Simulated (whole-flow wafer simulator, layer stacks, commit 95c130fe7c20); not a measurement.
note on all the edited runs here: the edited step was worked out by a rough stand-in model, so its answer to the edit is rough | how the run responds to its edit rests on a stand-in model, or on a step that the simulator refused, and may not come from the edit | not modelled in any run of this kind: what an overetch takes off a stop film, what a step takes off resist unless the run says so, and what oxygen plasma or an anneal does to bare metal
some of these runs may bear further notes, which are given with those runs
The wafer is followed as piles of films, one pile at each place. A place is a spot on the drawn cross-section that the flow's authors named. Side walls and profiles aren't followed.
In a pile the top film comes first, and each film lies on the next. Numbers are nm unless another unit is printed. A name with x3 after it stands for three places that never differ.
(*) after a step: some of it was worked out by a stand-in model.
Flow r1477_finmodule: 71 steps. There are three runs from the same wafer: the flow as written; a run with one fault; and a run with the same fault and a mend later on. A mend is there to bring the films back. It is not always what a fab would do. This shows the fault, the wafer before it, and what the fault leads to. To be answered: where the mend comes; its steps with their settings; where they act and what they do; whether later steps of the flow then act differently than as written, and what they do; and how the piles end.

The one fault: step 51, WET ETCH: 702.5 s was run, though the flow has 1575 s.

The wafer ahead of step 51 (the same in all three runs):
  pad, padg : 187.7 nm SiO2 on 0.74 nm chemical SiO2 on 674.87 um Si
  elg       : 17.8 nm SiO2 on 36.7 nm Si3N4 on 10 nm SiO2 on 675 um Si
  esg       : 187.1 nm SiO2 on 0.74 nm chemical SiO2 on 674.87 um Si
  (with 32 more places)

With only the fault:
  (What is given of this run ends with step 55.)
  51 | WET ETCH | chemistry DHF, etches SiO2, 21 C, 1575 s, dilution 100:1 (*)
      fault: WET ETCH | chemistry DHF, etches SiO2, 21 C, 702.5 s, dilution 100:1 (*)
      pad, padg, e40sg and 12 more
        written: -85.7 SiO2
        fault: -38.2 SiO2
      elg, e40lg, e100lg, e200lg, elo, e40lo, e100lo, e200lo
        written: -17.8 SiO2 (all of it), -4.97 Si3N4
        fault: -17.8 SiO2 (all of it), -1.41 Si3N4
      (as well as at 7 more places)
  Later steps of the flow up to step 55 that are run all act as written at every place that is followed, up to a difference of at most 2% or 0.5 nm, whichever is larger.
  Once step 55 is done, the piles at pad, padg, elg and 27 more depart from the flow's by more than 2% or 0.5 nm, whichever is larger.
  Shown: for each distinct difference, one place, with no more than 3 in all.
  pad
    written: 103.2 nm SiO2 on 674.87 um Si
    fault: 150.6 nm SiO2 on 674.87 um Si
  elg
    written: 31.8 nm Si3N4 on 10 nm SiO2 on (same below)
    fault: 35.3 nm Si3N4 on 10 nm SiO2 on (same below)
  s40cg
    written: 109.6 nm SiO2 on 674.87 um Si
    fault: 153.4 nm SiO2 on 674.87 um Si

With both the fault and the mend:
  After step 51 comes the mend.
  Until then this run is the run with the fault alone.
  51a | WET ETCH | chemistry DHF, etches SiO2, 21 C, 872.6 s, dilution 100:1 (*) (the flow's step 51, run once more with other settings)
      pad, padg, e40sg and 12 more
        -47.5 SiO2
      elg, e40lg, e100lg, e200lg, elo, e40lo, e100lo, e200lo
        -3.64 Si3N4
      esg, s40cg, s45cg, s50cg, s40co, s45co, s50co
        -43.8 SiO2
  Later steps of the flow that are run all act as written at every place that is followed, up to a difference of at most 2% or 0.5 nm, whichever is larger.
  The piles end only slightly different from the flow's at the places that both follow, by no more than 2% or 0.5 nm, whichever is larger.
